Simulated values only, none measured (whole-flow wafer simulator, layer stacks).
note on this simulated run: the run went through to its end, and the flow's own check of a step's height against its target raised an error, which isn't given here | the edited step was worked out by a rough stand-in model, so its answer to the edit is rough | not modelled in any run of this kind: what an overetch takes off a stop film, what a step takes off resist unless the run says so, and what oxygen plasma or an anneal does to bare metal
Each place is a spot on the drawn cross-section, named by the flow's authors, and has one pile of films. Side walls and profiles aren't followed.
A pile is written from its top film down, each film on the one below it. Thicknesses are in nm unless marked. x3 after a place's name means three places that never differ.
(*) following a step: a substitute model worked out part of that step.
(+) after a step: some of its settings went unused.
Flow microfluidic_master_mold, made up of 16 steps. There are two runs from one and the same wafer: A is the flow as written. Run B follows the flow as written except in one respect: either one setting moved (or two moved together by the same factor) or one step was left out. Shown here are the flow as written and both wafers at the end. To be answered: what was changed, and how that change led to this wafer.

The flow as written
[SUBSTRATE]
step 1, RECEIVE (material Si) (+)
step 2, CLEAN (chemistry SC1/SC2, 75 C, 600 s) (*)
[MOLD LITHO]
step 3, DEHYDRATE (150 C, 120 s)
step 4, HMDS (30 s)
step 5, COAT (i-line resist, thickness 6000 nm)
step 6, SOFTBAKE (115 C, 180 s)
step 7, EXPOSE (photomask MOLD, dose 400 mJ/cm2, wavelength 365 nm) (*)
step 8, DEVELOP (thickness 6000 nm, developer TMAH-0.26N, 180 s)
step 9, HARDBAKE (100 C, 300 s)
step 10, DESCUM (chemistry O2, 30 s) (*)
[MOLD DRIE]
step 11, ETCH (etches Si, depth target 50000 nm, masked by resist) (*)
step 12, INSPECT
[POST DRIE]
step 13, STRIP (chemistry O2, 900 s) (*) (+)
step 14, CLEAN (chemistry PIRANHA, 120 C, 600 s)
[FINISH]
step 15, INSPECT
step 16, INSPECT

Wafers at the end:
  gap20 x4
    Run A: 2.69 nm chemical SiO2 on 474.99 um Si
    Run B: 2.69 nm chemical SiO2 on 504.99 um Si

What caused this: step 11, ETCH: depth target 20000 nm was run, whereas the flow has depth target 50000 nm.

The path from the change to this, step by step:
  step 11, ETCH (etches Si, depth target 50000 nm, masked by resist) (*)
      gap20 x4: A -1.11 chemical SiO2 (all of it), -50 um Si | B -1.11 chemical SiO2 (all of it), -20 um Si
      ridge: A -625 i-line resist | B -250 i-line resist
  step 13, STRIP (chemistry O2, 900 s) (*) (+)
      ridge: A -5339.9 i-line resist (all of it), +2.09 chemical SiO2, -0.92 Si | B -5714.9 i-line resist (all of it), +2.09 chemical SiO2, -0.92 Si
